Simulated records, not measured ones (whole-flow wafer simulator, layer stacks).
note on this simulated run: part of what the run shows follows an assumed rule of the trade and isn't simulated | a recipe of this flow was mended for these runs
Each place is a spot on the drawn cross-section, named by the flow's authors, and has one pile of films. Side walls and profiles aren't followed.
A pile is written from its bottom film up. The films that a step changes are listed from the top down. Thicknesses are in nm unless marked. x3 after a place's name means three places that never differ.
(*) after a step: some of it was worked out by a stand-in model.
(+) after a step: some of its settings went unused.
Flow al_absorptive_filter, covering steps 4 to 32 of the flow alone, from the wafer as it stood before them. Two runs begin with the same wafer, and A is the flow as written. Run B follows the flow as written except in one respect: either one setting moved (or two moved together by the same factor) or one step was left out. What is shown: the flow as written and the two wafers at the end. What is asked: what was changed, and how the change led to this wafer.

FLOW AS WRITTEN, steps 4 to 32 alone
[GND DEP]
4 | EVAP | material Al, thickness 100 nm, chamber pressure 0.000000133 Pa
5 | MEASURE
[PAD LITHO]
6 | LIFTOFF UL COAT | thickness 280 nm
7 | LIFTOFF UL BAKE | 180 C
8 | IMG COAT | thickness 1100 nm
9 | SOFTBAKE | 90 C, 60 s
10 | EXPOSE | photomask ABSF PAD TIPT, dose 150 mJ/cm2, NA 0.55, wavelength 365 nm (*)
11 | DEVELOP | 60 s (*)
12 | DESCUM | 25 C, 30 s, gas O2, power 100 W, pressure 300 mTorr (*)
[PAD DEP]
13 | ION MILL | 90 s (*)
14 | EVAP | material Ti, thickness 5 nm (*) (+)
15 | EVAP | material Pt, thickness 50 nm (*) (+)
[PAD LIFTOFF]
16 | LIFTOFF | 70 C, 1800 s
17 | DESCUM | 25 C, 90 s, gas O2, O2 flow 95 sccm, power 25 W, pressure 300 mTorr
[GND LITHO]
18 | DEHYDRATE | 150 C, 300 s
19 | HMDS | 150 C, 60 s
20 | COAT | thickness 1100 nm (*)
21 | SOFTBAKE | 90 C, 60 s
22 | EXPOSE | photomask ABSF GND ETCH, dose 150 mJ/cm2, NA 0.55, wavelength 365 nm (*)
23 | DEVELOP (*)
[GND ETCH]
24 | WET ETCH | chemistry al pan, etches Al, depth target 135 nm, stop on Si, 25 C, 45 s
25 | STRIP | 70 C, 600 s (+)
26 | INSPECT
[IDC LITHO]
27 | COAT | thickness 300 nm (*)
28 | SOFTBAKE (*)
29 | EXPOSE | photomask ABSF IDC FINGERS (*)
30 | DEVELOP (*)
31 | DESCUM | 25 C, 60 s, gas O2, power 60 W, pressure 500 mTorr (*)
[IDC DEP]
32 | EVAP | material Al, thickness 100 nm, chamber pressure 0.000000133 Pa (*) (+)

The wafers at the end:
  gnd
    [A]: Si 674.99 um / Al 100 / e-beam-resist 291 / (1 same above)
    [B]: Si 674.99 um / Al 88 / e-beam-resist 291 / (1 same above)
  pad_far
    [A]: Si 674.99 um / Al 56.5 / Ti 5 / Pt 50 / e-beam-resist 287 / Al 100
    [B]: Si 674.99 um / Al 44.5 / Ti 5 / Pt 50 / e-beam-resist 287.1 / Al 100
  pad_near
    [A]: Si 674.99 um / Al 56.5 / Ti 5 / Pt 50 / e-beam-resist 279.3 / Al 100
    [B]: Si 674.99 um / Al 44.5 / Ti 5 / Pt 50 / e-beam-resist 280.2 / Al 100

The reason: step 4, EVAP: thickness 88 nm was run, though the flow has thickness 100 nm.
One can read it off the wafer: gnd has Al 88, and step 4 as written asks for 100 nm.

Step by step, how the change led to this:
  4 | EVAP | material Al, thickness 100 nm, chamber pressure 0.000000133 Pa
      gnd, pad_far, pad_near and 11 more: A Al gains 100 (new film) | B Al gains 88 (new film)
  24 | WET ETCH | chemistry al pan, etches Al, depth target 135 nm, stop on Si, 25 C, 45 s
      res, xl_gap, idc_field x2, idc_line: A Al loses 86.7 (all of it) | B Al loses 74.7 (all of it)
  27 | COAT | thickness 300 nm (*)
      xl_gap: A e-beam-resist gains 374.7 (new film) | B e-beam-resist gains 365.8 (new film)
